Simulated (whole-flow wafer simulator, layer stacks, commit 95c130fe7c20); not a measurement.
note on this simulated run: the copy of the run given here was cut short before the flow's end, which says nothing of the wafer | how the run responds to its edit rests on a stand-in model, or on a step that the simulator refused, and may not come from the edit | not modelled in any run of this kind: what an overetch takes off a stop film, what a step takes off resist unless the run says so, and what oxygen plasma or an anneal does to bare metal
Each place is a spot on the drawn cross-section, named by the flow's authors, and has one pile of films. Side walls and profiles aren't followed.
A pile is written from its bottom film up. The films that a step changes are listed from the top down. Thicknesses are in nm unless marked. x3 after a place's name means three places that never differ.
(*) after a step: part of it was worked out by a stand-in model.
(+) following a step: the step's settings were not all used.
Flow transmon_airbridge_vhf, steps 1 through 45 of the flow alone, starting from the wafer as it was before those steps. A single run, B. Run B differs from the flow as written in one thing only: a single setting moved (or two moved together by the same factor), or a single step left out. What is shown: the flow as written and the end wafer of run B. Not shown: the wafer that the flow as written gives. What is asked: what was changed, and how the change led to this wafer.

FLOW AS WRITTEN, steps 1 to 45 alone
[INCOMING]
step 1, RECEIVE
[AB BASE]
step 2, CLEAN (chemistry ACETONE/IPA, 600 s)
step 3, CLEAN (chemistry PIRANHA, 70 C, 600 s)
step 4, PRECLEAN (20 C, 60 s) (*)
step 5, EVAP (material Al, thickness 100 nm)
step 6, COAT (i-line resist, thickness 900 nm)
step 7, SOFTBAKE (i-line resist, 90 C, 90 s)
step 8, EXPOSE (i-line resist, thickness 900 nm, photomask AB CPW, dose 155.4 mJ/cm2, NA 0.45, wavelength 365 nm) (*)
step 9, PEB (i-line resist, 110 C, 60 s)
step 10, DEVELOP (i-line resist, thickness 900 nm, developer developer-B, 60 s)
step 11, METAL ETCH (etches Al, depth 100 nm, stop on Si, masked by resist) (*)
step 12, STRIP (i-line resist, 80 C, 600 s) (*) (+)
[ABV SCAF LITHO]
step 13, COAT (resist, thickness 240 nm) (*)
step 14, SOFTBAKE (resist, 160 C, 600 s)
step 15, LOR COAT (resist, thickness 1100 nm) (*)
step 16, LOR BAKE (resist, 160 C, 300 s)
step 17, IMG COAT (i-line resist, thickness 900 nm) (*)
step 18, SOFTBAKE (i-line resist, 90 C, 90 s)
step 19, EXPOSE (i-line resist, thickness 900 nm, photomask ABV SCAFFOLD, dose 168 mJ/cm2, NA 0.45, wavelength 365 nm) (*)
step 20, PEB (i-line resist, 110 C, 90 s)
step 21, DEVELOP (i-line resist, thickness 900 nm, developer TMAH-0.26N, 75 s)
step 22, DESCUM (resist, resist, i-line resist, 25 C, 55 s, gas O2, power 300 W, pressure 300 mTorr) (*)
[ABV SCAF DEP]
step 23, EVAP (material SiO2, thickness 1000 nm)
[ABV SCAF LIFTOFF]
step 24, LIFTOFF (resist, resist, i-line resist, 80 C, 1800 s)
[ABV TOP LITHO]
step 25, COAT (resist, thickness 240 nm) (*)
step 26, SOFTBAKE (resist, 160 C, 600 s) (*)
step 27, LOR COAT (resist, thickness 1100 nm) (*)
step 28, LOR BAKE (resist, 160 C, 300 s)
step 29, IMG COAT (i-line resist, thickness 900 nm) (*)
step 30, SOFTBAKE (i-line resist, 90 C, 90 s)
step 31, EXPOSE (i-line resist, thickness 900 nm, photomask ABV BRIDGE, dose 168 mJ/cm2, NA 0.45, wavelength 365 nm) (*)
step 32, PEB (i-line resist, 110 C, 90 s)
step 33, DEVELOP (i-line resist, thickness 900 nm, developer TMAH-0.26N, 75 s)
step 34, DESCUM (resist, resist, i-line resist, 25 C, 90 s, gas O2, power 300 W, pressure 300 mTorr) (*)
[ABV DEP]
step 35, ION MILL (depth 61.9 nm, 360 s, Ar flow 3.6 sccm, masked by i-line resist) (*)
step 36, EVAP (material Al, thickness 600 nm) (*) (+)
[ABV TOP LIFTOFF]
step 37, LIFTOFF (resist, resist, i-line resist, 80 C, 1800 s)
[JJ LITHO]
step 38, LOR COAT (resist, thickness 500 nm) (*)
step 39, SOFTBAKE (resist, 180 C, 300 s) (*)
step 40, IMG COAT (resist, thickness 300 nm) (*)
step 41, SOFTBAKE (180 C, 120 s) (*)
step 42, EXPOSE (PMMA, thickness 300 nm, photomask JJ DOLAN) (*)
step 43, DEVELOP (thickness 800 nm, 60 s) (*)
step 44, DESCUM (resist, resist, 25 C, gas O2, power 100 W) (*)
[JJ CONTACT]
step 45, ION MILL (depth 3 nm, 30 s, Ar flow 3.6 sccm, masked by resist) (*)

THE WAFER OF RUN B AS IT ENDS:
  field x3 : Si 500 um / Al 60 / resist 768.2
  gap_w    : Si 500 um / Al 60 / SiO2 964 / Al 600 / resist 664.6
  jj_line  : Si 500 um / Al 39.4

The reason: step 5, EVAP: thickness 160 nm was run, whereas the flow has thickness 100 nm.

Step by step, how the change led to this:
  step 5, EVAP (material Al, thickness 100 nm)
      field x3, jj_line, ground_far and 12 more: Al gains 160 (new film) (it would be, as written: Al gains 100 (new film))
  step 11, METAL ETCH (etches Al, depth 100 nm, stop on Si, masked by resist) (*)
      field x3, jj_line, gap_w, gap_e: Al loses 100 (it would be, as written: Al loses 100 (all of it))
  step 45, ION MILL (depth 3 nm, 30 s, Ar flow 3.6 sccm, masked by resist) (*)
      jj_line: Al loses 20.6 (it would be, as written: Si loses 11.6)
With metal films that touch counted as one body, field x3 has 1 body; the flow as written gives 0 bodies.
With metal films that touch counted as one body, gap_w has 2 bodies (between them, from the top down: SiO2 964); the flow as written gives 1 body.
With metal films that touch counted as one body, jj_line has 1 body; the flow as written gives 0 bodies.
